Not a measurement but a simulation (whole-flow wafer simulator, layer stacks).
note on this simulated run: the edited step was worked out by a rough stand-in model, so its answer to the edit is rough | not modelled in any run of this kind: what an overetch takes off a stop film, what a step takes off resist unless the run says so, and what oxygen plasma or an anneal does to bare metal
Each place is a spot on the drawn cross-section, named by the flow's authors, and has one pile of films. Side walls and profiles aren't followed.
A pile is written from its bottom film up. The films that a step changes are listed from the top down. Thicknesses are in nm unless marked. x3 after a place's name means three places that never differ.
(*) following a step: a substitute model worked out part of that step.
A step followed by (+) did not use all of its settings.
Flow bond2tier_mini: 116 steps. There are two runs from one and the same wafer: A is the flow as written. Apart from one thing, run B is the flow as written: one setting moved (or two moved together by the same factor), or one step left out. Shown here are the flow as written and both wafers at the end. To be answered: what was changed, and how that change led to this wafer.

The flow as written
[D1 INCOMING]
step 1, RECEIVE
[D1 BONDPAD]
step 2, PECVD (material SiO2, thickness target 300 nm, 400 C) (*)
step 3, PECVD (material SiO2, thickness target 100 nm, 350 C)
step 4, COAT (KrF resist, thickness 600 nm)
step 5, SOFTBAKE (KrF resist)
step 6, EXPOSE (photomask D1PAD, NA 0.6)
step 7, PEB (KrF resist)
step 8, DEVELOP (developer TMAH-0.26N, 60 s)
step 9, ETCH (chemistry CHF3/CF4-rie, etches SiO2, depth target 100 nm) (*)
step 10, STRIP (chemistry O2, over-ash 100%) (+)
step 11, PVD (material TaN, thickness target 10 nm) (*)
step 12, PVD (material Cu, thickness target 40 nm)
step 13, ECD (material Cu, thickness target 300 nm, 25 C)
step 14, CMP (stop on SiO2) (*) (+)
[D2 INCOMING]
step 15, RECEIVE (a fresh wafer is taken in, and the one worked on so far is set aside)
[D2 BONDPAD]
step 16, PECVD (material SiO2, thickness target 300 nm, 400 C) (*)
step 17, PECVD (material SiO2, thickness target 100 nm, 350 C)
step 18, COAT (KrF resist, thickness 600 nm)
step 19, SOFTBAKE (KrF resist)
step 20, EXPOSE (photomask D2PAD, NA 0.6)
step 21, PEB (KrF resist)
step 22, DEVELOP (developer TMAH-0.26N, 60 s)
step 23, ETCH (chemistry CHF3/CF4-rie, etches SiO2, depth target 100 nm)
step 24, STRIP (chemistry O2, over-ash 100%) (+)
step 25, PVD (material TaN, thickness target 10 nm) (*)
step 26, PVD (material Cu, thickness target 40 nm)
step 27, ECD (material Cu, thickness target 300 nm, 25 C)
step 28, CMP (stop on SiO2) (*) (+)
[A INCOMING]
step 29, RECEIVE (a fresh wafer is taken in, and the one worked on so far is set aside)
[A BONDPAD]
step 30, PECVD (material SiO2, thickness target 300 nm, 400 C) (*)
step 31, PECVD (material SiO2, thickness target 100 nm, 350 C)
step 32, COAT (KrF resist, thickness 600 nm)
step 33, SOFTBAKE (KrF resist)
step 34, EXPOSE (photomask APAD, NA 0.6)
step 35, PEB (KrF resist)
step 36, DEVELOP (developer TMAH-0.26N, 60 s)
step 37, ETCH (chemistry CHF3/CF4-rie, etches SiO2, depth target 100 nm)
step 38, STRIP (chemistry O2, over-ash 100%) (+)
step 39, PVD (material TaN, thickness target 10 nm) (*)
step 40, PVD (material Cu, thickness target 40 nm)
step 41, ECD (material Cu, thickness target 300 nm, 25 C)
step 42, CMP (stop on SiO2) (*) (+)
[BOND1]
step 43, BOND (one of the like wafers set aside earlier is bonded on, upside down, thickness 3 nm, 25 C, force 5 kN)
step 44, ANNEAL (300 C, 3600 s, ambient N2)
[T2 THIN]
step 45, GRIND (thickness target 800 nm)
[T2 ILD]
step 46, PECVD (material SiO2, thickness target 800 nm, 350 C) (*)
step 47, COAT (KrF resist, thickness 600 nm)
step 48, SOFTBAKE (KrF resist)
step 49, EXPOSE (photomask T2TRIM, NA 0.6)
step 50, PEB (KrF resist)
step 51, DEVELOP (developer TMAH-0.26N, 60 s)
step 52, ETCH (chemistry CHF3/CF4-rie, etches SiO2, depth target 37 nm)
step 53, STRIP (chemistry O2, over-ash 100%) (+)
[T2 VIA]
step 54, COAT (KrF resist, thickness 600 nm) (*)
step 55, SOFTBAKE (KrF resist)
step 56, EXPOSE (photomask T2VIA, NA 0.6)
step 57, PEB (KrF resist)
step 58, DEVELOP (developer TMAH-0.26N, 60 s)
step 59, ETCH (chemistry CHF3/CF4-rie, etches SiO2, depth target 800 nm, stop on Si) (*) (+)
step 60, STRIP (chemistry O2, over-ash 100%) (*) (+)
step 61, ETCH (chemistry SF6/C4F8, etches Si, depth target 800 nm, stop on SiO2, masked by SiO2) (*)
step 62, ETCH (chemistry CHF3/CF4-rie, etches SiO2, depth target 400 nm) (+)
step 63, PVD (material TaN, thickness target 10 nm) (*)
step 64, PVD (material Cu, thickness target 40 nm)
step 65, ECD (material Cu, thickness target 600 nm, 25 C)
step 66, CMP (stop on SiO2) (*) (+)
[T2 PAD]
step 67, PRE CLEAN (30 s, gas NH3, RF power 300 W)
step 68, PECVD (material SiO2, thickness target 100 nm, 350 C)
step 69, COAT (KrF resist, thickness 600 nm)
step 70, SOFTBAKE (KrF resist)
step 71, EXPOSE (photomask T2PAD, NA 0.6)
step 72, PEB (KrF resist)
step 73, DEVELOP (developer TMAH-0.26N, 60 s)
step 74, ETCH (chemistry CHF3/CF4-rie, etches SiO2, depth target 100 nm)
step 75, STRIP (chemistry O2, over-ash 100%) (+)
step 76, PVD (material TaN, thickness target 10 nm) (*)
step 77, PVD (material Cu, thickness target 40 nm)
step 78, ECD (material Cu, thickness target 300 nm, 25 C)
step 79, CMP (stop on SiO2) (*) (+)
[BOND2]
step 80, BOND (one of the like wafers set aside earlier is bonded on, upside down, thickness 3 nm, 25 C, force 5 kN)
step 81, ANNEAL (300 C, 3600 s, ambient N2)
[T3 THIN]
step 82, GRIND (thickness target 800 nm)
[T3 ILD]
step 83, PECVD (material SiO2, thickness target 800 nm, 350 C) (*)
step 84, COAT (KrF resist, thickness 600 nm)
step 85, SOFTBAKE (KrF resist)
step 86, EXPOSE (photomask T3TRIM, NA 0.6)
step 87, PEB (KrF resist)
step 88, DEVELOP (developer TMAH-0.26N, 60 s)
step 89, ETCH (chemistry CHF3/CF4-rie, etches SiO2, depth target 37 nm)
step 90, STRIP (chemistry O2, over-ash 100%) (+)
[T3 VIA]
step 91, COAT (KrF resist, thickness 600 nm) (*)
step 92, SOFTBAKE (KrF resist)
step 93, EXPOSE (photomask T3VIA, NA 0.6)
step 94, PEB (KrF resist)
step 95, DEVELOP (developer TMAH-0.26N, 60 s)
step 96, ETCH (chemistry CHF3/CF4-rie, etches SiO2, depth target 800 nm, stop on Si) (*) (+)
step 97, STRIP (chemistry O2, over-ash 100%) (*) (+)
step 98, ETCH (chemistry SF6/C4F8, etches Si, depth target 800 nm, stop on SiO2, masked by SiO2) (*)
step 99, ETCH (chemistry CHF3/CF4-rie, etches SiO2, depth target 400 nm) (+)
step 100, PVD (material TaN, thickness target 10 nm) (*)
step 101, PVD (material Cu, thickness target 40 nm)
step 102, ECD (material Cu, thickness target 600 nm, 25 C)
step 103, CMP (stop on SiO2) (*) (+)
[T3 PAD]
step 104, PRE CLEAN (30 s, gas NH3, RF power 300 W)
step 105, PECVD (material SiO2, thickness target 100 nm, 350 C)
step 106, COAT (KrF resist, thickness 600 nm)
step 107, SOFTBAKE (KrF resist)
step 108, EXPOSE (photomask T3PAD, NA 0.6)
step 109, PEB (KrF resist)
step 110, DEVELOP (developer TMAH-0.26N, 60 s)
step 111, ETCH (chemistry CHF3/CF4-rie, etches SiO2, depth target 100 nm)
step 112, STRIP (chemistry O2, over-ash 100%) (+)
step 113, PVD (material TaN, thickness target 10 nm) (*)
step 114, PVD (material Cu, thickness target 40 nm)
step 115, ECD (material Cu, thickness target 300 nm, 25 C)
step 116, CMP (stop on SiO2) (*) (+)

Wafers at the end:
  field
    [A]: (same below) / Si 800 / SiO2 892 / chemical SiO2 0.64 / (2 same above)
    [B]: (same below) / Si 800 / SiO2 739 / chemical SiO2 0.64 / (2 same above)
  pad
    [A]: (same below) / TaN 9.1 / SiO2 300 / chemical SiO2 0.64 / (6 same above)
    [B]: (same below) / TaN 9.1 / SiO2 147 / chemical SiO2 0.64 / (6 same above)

What caused this: step 16, PECVD: thickness target 147 nm was run, whereas the flow has thickness target 300 nm.
One can read it off the wafer: pad has SiO2 147, and step 16 as written asks for 300 nm.

Step by step, how the change led to this:
  step 16, PECVD (material SiO2, thickness target 300 nm, 400 C) (*)
      field, pad, via: A SiO2 gains 300 (new film) | B SiO2 gains 147 (new film)
  step 80, BOND (one of the like wafers set aside earlier is bonded on, upside down, thickness 3 nm, 25 C, force 5 kN)
      field: A Si gains 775 um (new film), chemical SiO2 gains 0.64 (new film), SiO2 gains 400 | B Si gains 775 um (new film), chemical SiO2 gains 0.64 (new film), SiO2 gains 247
      pad: A Si gains 775 um (new film), chemical SiO2 gains 0.64 (new film), SiO2 gains 300 (new film), TaN gains 9.1 (new film), Cu gains 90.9 | B Si gains 775 um (new film), chemical SiO2 gains 0.64 (new film), SiO2 gains 147 (new film), TaN gains 9.1 (new film), Cu gains 90.9
